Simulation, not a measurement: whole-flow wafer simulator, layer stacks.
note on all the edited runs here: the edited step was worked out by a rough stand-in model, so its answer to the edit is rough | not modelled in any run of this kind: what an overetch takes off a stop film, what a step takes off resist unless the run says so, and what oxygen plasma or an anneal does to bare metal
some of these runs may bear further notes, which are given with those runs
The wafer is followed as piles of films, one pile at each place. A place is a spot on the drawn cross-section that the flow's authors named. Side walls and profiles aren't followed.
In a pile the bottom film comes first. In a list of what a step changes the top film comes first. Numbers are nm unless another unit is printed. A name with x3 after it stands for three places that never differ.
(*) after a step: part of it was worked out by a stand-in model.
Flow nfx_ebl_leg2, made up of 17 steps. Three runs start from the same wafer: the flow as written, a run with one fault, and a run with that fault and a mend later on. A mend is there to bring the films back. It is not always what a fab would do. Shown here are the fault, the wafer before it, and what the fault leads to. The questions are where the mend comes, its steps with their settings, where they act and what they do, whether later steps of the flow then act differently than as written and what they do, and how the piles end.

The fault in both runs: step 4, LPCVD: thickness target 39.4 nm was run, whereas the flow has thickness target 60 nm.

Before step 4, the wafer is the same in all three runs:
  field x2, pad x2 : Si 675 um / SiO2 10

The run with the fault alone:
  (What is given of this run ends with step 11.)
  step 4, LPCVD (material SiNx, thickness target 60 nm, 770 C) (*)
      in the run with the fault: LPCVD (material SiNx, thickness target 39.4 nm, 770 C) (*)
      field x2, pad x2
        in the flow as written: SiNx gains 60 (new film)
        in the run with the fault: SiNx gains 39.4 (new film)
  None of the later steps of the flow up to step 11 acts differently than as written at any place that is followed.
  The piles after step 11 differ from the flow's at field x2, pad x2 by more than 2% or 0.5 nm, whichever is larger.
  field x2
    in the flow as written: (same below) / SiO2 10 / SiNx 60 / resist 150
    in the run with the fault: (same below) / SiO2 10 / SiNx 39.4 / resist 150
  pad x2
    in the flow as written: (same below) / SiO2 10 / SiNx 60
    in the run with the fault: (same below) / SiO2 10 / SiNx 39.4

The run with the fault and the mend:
  After step 5 comes the mend.
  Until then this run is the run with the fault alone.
  step 5a, ETCH (chemistry h3po4, depth target 45.31 nm)
      field x2, pad x2
        SiNx loses 39.4 (all of it)
  step 5b, CLEAN (chemistry SC1/SC2) (the flow's step 2, run once more)
      alters no film at any place that is followed
  step 5c, LPCVD (material SiNx, thickness target 60 nm, 770 C) (*) (the flow's step 4, run once more)
      field x2, pad x2
        SiNx gains 60 (new film)
  None of the later steps of the flow acts differently than as written at any place that is followed.
  By the end, the piles equal the flow's at every place that both follow.
